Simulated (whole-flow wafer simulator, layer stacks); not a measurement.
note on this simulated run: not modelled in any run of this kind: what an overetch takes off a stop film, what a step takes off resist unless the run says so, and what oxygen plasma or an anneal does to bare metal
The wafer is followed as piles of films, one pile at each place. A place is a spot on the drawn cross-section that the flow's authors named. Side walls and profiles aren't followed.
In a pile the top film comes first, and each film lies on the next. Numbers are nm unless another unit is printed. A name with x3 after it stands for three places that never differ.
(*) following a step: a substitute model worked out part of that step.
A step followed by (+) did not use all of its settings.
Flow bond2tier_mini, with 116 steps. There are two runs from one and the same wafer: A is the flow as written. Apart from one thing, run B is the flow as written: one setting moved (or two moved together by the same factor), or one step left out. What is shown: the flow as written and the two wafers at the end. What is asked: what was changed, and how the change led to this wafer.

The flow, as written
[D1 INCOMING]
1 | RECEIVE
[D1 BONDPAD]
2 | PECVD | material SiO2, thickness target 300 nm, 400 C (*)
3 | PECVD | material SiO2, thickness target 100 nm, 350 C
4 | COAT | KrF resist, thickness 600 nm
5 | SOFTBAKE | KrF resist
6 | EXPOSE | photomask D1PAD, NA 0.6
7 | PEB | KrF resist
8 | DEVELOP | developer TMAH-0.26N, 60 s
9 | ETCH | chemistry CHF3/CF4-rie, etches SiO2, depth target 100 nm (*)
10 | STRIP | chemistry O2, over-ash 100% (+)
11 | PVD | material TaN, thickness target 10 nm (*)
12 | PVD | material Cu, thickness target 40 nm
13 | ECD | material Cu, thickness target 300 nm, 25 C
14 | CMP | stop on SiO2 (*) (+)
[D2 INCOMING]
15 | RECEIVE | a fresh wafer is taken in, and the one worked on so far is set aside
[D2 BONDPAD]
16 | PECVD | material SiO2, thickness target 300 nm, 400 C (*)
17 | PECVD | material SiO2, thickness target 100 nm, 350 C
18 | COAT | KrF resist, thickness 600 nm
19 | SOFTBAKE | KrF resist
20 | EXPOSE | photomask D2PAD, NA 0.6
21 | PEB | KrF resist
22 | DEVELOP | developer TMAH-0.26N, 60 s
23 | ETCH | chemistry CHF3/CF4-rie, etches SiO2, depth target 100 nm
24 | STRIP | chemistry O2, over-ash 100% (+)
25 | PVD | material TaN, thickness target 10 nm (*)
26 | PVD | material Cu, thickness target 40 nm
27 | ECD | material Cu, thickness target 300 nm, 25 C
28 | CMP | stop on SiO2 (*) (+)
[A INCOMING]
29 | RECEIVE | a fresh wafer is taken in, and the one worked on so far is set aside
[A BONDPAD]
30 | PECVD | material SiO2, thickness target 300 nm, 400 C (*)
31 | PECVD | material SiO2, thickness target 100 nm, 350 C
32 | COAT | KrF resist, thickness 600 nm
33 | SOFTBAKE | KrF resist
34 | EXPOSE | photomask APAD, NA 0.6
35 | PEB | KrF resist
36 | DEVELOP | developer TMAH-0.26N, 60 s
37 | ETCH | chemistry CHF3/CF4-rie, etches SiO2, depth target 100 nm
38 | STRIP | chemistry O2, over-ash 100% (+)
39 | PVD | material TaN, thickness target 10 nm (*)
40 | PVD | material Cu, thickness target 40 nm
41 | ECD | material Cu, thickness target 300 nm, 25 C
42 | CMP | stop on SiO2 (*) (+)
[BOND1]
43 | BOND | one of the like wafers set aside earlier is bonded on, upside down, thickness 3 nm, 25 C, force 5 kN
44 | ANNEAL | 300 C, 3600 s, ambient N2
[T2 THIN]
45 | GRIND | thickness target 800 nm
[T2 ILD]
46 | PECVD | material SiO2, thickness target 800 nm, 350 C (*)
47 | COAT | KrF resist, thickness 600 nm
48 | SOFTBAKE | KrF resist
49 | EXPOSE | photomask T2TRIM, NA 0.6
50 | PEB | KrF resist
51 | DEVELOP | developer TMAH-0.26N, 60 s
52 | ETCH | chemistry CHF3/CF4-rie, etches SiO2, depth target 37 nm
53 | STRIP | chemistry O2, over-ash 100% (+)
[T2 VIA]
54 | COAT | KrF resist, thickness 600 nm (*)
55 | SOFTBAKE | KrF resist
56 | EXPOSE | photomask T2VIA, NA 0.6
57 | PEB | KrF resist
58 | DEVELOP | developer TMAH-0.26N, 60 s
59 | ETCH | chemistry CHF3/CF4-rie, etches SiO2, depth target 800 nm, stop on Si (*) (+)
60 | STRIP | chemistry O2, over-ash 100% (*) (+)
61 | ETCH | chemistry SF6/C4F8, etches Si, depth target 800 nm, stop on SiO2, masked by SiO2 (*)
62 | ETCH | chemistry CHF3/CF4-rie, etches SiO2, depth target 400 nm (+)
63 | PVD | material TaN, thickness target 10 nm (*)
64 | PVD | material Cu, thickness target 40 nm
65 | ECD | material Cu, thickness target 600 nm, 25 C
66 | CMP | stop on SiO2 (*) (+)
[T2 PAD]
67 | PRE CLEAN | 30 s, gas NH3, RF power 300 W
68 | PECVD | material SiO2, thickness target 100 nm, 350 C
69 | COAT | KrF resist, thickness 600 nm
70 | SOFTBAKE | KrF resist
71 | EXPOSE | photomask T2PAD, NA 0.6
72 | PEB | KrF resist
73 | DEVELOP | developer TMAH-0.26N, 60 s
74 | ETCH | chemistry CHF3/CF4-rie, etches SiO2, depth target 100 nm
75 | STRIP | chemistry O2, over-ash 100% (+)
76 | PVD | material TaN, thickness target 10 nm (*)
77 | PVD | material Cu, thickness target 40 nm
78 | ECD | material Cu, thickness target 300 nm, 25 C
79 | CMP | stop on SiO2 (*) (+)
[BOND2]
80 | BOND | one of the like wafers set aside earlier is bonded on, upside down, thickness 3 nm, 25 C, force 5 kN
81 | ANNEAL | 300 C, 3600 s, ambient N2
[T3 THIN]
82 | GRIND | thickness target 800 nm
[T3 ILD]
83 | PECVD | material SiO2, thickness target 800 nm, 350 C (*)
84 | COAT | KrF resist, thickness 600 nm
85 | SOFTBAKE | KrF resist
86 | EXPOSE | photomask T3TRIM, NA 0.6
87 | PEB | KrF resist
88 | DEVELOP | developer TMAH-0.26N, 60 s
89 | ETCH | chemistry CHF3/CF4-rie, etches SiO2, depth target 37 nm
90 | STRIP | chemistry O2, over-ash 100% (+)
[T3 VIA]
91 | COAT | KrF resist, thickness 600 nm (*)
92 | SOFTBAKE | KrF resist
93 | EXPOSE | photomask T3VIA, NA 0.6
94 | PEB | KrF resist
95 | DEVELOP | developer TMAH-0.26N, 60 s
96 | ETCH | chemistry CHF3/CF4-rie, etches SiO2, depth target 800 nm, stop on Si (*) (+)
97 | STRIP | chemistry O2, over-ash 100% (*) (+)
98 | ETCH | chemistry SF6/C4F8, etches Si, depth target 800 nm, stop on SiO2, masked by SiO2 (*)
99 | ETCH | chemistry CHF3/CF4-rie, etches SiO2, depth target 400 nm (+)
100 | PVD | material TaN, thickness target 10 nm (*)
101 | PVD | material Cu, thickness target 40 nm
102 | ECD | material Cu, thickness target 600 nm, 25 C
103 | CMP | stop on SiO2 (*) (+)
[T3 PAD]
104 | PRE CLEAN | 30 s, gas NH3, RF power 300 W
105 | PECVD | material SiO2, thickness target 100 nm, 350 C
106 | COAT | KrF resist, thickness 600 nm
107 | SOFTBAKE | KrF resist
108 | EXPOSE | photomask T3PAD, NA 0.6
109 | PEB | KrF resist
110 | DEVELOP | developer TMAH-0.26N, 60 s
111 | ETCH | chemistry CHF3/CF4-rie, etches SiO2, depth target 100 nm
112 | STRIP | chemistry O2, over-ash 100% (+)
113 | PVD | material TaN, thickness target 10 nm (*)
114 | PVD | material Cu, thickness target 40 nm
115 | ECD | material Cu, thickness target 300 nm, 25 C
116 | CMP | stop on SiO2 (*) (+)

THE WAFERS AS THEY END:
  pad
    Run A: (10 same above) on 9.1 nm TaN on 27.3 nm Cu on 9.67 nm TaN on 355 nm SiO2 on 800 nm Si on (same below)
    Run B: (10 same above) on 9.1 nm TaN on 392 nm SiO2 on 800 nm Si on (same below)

The reason: step 52, ETCH: chemistry CHF3/CF4-rie, etches SiO2, depth target 37 nm, was not run.

Step by step, how the change led to this:
  53 | STRIP | chemistry O2, over-ash 100% (+)
      field: A KrF resist loses 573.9 (all of it) | B KrF resist loses 586.3 (all of it)
  54 | COAT | KrF resist, thickness 600 nm (*)
      field: A KrF resist gains 584.3 (new film) | B KrF resist gains 600 (new film)
      pad: A KrF resist gains 616.4 (new film) | B KrF resist gains 600 (new film)
      (also at 1 further place)
  58 | DEVELOP | developer TMAH-0.26N, 60 s
      via: A KrF resist loses 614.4 (all of it) | B KrF resist loses 600 (all of it)
  59 | ETCH | chemistry CHF3/CF4-rie, etches SiO2, depth target 800 nm, stop on Si (*) (+)
      via: A SiO2 loses 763 (all of it) | B SiO2 loses 800 (all of it)
  60 | STRIP | chemistry O2, over-ash 100% (*) (+)
      field: A KrF resist loses 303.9 (all of it) | B KrF resist loses 319.6 (all of it)
      pad: A KrF resist loses 336 (all of it) | B KrF resist loses 319.6 (all of it)
  64 | PVD | material Cu, thickness target 40 nm
      pad: A Cu gains 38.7 (new film) | B Cu gains 40 (new film)
  65 | ECD | material Cu, thickness target 600 nm, 25 C
      pad: A Cu gains 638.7 | B Cu gains 600
  66 | CMP | stop on SiO2 (*) (+)
      pad: A Cu loses 650 | B Cu loses 640 (all of it), TaN loses 10 (all of it)
  68 | PECVD | material SiO2, thickness target 100 nm, 350 C
      pad: A SiO2 gains 100 (new film) | B SiO2 gains 100
  74 | ETCH | chemistry CHF3/CF4-rie, etches SiO2, depth target 100 nm
      pad: A SiO2 loses 100 (all of it) | B SiO2 loses 100
